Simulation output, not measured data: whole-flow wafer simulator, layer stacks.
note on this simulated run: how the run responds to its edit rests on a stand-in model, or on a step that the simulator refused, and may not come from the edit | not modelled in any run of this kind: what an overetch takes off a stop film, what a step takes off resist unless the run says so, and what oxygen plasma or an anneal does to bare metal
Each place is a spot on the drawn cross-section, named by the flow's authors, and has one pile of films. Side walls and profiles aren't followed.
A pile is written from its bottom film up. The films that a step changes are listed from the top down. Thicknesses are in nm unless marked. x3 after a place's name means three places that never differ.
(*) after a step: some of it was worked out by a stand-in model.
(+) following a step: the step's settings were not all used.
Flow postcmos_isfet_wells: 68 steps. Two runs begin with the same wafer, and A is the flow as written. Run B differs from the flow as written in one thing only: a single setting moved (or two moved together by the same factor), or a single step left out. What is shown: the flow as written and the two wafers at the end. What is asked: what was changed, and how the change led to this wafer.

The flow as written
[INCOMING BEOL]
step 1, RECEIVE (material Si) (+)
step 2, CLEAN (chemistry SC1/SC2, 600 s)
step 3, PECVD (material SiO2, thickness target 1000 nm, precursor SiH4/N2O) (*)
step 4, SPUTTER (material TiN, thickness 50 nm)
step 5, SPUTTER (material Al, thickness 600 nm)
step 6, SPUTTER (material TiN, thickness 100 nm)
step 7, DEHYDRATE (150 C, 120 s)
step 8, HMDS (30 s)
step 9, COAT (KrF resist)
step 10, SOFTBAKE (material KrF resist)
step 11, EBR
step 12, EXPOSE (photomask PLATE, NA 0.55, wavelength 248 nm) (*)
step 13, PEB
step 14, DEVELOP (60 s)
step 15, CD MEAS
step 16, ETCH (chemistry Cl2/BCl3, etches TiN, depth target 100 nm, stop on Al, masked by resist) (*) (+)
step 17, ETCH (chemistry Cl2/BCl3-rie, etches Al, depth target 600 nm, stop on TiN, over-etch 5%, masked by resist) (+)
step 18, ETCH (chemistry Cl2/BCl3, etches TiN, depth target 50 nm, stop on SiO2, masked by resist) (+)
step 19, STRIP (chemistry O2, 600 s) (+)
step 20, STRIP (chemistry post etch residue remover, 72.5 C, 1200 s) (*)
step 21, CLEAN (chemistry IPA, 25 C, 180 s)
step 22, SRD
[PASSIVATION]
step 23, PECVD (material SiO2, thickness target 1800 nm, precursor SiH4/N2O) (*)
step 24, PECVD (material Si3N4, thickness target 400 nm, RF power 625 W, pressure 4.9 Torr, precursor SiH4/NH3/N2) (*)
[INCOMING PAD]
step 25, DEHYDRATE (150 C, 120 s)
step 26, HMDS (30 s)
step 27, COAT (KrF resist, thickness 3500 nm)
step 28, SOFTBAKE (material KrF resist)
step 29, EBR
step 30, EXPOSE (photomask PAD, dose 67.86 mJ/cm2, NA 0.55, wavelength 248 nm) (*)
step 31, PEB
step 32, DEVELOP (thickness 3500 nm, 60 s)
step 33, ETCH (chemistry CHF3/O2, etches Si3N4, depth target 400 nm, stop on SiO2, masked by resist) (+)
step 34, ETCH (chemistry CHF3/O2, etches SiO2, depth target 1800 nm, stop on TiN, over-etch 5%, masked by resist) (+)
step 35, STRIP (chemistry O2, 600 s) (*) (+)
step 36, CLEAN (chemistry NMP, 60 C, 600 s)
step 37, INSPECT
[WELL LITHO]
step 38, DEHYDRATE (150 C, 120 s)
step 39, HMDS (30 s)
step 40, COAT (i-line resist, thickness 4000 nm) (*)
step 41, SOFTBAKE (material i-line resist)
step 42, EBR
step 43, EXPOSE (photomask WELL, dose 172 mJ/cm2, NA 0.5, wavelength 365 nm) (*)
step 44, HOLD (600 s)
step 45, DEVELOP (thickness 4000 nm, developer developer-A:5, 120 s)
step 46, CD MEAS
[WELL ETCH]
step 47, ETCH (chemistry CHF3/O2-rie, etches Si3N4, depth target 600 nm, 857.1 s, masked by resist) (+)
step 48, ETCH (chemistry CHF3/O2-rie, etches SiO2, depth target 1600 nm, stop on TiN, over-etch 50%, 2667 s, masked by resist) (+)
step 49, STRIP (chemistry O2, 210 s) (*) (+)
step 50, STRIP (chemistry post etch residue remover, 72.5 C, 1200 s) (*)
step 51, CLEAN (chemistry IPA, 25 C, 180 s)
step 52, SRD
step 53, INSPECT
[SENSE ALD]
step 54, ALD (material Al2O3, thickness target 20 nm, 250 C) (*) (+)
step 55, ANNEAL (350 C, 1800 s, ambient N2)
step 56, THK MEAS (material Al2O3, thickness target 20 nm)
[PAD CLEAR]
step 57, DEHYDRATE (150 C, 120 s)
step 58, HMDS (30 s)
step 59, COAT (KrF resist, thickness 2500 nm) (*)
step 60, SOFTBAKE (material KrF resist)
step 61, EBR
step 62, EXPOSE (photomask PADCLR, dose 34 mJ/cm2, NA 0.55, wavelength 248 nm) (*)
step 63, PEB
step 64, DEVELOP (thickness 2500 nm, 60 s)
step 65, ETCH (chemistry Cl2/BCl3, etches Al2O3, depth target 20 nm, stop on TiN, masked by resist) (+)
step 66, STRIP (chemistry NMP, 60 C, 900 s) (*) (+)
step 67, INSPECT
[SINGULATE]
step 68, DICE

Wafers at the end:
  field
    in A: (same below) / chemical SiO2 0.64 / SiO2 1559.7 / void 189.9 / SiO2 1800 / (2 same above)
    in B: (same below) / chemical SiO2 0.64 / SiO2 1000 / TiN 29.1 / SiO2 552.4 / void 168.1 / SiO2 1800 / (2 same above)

What caused this: step 18, ETCH: depth target 20.5 nm was run, whereas the flow has depth target 50 nm.

Step by step, how the change led to this:
  step 18, ETCH (chemistry Cl2/BCl3, etches TiN, depth target 50 nm, stop on SiO2, masked by resist) (+)
      field: A -50 TiN (all of it) | B -20.5 TiN
      margin, well900, well1300 x3, pad_rim, pad_clr, pad_open: A -20 KrF resist | B -8.2 KrF resist
  step 23, PECVD (material SiO2, thickness target 1800 nm, precursor SiH4/N2O) (*)
      field: A +1800 SiO2 (new film), +189.9 void (new film), +559.7 SiO2 | B +1800 SiO2 (new film), +168.1 void (new film), +552.4 SiO2 (new film)
Taking metal films that touch as one body, field has 1 body; the flow as written gives 0 bodies.
